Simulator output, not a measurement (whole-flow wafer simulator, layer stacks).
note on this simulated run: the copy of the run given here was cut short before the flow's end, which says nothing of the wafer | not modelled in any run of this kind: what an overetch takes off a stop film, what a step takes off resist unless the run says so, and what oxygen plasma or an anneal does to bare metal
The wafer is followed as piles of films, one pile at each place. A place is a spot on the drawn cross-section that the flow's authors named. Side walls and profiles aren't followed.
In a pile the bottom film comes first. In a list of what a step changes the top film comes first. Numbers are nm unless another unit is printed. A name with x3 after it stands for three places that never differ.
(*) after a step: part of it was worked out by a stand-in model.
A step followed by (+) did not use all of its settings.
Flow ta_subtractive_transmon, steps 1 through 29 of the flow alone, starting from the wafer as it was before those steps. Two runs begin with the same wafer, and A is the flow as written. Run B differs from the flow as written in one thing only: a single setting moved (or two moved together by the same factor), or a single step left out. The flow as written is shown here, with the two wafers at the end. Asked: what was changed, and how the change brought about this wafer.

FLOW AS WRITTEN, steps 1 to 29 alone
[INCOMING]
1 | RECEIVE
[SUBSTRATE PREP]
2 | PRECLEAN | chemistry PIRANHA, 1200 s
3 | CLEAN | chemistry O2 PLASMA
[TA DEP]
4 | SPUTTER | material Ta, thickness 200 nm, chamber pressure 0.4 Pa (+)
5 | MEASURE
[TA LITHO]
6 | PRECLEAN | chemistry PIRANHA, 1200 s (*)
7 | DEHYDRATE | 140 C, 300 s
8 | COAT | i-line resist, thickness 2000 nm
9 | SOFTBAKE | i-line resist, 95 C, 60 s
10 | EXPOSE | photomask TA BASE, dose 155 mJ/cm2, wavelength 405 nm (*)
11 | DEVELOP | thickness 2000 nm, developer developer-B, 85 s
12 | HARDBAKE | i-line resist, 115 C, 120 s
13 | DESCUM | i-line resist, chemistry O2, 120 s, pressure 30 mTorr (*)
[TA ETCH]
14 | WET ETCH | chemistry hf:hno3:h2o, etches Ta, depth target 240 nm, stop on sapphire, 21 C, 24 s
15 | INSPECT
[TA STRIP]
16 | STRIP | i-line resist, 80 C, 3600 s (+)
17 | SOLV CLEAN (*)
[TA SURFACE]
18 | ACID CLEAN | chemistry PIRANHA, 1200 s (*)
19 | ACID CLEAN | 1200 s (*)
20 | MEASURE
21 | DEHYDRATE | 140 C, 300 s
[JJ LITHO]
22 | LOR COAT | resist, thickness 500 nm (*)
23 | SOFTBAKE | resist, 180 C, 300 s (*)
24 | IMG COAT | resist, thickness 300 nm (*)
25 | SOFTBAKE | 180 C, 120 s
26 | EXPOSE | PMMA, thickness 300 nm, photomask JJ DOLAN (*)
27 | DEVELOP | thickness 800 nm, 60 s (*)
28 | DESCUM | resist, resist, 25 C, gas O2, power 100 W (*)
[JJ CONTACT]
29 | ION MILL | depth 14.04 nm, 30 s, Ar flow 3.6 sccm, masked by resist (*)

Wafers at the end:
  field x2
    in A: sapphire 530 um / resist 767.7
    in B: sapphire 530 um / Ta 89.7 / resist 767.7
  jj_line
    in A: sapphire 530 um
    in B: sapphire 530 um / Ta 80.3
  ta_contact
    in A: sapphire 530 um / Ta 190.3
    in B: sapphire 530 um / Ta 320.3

The reason: step 4, SPUTTER: thickness 330 nm was run, whereas the flow has thickness 200 nm.

How this came from the change, step by step:
  4 | SPUTTER | material Ta, thickness 200 nm, chamber pressure 0.4 Pa (+)
      field x2, jj_line, lead, ta_contact, ta_pad: A +200 Ta (new film) | B +330 Ta (new film)
  14 | WET ETCH | chemistry hf:hno3:h2o, etches Ta, depth target 240 nm, stop on sapphire, 21 C, 24 s
      field x2, jj_line, lead: A -200 Ta (all of it) | B -240 Ta
  22 | LOR COAT | resist, thickness 500 nm (*)
      ta_contact: A +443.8 resist (new film) | B +433.7 resist (new film)
  29 | ION MILL | depth 14.04 nm, 30 s, Ar flow 3.6 sccm, masked by resist (*)
      jj_line, lead: A -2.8 sapphire | B -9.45 Ta
With metal films that touch counted as one body, field x2 has 1 body; the flow as written gives 0 bodies.
With metal films that touch counted as one body, jj_line has 1 body; the flow as written gives 0 bodies.
